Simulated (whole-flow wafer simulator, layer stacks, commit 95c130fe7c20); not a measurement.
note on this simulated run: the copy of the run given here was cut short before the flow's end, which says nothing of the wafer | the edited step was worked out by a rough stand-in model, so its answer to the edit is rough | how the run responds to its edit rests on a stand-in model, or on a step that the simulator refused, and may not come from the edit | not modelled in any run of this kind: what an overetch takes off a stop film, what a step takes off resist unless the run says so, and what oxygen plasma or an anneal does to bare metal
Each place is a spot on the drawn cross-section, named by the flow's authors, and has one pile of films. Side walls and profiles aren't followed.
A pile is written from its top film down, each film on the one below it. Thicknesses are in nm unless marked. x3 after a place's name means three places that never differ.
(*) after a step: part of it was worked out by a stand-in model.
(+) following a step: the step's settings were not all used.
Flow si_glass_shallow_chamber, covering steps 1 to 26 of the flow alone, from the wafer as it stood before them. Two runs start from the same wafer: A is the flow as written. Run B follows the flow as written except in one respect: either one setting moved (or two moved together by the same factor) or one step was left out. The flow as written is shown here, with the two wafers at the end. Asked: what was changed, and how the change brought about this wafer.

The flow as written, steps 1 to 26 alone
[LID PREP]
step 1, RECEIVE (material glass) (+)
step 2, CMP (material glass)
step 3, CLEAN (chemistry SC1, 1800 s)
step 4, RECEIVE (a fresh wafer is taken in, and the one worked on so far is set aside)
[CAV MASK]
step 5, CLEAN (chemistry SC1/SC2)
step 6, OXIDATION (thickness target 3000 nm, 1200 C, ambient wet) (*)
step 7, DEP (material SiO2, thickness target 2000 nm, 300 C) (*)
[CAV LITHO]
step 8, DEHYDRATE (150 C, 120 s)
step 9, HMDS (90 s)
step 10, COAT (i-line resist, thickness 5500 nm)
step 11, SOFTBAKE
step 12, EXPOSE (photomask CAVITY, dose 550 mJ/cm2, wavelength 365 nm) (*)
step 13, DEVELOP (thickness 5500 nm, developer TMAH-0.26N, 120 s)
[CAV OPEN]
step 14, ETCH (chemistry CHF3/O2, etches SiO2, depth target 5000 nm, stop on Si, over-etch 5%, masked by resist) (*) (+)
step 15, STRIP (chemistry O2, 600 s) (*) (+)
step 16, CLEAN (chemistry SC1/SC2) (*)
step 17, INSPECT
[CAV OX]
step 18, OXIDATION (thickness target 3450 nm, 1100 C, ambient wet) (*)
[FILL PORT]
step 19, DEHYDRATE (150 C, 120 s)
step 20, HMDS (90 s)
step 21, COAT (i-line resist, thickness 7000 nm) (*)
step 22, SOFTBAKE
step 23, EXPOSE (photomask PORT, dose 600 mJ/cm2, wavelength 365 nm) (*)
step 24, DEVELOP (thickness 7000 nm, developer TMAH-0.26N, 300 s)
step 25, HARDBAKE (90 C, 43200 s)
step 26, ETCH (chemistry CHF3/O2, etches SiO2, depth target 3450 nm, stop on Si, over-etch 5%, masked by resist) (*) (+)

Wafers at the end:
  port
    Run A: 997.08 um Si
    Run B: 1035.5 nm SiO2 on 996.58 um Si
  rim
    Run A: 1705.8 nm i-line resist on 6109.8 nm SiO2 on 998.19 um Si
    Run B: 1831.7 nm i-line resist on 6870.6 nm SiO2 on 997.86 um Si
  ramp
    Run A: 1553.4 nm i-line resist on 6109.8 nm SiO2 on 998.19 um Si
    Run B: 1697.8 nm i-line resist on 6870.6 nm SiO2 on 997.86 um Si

The reason: step 18, OXIDATION: thickness target 4658 nm was run, whereas the flow has thickness target 3450 nm.

How this came from the change, step by step:
  step 18, OXIDATION (thickness target 3450 nm, 1100 C, ambient wet) (*)
      rim, ramp, septum, ring: A SiO2 gains 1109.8, Si loses 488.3 | B SiO2 gains 1870.6, Si loses 823.1
      cav, port: A SiO2 gains 3450 (new film), chemical SiO2 loses 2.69 (all of it), Si loses 1516.8 | B SiO2 gains 4658 (new film), chemical SiO2 loses 2.69 (all of it), Si loses 2048.3
  step 21, COAT (i-line resist, thickness 7000 nm) (*)
      ramp: A i-line resist gains 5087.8 (new film) | B i-line resist gains 5207.2 (new film)
  step 22, SOFTBAKE
      rim: A i-line resist loses 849 | B i-line resist loses 804.8
      ramp: A i-line resist loses 434.5 | B i-line resist loses 404.4
      (also at 4 further places)
  step 25, HARDBAKE (90 C, 43200 s)
      rim: A i-line resist loses 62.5 | B i-line resist loses 67.1
      ramp: A i-line resist loses 57.1 | B i-line resist loses 62.2
  step 26, ETCH (chemistry CHF3/O2, etches SiO2, depth target 3450 nm, stop on Si, over-etch 5%, masked by resist) (*) (+)
      port: A SiO2 loses 3450 (all of it), Si loses 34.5 | B SiO2 loses 3622.5
